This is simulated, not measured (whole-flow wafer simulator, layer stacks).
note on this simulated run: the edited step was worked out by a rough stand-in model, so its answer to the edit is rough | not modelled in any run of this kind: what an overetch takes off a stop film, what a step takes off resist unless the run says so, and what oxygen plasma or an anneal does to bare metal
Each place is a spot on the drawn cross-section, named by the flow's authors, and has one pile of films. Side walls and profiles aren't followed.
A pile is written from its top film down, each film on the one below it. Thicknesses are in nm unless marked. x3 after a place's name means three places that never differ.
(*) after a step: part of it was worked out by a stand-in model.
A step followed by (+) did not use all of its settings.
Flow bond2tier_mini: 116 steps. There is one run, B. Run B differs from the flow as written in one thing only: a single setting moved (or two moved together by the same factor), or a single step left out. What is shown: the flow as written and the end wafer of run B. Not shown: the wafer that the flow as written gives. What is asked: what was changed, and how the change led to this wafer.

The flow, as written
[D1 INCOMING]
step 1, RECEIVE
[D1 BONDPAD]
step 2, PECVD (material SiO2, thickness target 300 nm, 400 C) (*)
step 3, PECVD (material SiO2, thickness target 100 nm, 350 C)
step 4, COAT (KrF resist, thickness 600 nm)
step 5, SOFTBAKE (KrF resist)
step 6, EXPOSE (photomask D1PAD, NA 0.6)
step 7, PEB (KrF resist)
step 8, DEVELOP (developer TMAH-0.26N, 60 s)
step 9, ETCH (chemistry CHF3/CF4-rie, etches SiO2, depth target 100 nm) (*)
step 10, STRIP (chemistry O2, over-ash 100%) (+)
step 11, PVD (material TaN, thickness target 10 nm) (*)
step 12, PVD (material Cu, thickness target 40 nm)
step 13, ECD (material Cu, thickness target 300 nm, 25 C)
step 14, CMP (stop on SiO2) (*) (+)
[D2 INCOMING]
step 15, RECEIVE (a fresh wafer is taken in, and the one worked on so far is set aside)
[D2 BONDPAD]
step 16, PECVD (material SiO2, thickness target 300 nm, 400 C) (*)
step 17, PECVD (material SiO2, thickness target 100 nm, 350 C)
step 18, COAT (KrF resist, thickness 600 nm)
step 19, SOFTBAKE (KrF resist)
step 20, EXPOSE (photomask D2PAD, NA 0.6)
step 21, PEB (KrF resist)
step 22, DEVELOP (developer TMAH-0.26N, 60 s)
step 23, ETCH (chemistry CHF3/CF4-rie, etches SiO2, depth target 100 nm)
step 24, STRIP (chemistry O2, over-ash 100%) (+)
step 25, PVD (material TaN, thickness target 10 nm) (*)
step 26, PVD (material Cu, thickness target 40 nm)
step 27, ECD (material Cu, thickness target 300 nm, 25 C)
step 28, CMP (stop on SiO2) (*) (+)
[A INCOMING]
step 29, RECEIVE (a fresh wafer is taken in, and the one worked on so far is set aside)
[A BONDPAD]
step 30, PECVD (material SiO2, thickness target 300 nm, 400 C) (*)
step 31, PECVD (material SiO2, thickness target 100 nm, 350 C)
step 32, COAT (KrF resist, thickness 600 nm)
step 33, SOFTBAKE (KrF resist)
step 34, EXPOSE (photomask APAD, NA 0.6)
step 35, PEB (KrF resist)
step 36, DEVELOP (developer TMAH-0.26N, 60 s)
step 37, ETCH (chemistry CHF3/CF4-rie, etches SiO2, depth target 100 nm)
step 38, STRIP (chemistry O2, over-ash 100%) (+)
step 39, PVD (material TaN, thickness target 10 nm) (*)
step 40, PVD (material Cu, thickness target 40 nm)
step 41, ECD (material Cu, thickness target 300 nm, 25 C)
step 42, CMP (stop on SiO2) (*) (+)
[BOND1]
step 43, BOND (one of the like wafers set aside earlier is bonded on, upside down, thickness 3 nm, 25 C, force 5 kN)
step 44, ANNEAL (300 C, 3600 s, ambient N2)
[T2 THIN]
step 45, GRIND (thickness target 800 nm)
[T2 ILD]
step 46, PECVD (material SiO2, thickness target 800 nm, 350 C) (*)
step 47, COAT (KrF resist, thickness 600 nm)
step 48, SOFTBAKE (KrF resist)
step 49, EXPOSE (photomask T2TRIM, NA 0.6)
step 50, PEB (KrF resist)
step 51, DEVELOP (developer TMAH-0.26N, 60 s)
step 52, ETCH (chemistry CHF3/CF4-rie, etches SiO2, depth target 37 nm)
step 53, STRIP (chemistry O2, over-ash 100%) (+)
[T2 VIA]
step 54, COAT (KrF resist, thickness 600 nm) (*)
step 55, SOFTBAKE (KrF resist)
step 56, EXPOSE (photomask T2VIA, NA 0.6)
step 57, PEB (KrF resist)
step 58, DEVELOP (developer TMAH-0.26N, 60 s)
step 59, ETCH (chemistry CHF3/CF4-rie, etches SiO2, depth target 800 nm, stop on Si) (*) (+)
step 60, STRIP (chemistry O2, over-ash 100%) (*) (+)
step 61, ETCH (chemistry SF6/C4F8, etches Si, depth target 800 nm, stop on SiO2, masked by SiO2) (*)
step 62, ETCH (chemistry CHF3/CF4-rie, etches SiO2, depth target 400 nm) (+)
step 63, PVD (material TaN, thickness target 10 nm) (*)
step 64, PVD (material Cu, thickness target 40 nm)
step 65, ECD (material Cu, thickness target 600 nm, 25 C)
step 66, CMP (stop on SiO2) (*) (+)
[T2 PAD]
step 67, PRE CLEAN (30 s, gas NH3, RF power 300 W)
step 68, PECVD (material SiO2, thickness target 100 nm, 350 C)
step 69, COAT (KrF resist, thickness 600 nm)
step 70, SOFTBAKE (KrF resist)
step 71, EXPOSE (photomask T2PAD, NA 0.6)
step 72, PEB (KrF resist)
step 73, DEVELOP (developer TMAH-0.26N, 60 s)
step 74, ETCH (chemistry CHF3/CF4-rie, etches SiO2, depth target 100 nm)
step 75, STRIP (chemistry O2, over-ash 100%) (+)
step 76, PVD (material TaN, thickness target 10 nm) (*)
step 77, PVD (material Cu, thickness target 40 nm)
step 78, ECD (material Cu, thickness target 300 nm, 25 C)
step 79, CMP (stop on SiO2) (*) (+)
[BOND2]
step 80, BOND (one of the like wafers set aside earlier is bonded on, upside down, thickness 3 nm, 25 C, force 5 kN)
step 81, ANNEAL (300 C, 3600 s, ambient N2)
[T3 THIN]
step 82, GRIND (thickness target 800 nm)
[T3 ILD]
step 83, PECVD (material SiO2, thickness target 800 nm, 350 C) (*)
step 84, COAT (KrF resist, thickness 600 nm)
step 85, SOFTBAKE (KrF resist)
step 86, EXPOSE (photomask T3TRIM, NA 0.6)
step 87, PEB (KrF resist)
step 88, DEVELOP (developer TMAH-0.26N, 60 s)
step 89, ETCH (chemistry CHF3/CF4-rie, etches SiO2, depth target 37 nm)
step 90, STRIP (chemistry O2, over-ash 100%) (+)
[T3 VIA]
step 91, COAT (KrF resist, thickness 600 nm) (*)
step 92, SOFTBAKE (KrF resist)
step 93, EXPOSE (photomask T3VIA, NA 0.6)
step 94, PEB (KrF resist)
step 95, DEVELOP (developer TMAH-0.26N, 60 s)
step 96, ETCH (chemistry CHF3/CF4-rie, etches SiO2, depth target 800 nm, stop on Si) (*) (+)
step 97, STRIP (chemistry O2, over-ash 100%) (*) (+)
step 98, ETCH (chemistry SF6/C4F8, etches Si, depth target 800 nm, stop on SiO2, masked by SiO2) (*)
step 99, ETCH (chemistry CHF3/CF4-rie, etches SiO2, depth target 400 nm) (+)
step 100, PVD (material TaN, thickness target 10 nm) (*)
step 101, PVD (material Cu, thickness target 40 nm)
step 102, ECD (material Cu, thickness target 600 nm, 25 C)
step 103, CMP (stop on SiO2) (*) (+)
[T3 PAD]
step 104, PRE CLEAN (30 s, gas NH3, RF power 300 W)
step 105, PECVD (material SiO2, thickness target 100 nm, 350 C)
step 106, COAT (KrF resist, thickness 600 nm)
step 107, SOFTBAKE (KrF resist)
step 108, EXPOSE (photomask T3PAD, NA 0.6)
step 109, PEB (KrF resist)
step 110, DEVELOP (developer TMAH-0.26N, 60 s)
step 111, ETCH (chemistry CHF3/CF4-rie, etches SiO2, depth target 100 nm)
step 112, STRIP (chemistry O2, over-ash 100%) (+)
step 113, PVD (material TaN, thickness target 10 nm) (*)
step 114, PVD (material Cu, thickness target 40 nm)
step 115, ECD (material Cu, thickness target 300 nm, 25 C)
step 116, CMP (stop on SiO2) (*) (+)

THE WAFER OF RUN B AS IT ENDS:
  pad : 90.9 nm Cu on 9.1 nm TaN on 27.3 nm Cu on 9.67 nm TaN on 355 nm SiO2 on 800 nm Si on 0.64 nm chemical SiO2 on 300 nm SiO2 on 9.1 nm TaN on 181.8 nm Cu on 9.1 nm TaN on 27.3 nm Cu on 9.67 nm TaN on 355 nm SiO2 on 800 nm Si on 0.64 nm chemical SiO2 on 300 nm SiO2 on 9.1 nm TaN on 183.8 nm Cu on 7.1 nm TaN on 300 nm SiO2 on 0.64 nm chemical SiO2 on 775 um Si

What caused this: step 39, PVD: thickness target 7.8 nm was run, while the flow as written has thickness target 10 nm.

How this came from the change, step by step:
  step 39, PVD (material TaN, thickness target 10 nm) (*)
      field: +7.8 TaN (new film) (in the flow as written it would be: +10 TaN (new film))
      pad: +7.1 TaN (new film) (in the flow as written it would be: +9.1 TaN (new film))
      (and at 1 other place as well)
  step 42, CMP (stop on SiO2) (*) (+)
      field: -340 Cu (all of it), -7.8 TaN (all of it) (in the flow as written it would be: -340 Cu (all of it), -10 TaN (all of it))
